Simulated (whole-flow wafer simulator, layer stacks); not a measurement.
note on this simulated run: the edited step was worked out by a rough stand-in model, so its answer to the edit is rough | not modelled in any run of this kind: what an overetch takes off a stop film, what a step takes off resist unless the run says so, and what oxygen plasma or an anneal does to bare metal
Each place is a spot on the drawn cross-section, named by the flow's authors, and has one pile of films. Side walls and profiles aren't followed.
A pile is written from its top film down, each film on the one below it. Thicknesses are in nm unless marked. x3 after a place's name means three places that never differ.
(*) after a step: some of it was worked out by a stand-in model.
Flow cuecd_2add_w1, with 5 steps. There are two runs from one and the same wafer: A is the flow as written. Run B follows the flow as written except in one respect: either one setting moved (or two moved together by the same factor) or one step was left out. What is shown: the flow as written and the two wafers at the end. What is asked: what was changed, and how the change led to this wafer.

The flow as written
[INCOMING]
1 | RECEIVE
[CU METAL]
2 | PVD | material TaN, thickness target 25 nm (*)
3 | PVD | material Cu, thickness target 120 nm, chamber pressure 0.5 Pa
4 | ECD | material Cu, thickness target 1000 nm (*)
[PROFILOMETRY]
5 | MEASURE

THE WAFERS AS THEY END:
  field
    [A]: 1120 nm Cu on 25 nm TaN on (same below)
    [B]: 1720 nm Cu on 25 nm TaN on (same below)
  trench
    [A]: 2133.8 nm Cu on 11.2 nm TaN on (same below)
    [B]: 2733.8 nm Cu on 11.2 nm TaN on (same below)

What caused this: step 4, ECD: thickness target 1600 nm was run, though the flow has thickness target 1000 nm.

Step by step, how the change led to this:
  4 | ECD | material Cu, thickness target 1000 nm (*)
      field: A +1000 Cu | B +1600 Cu
      trench: A +2080.2 Cu | B +2680.2 Cu
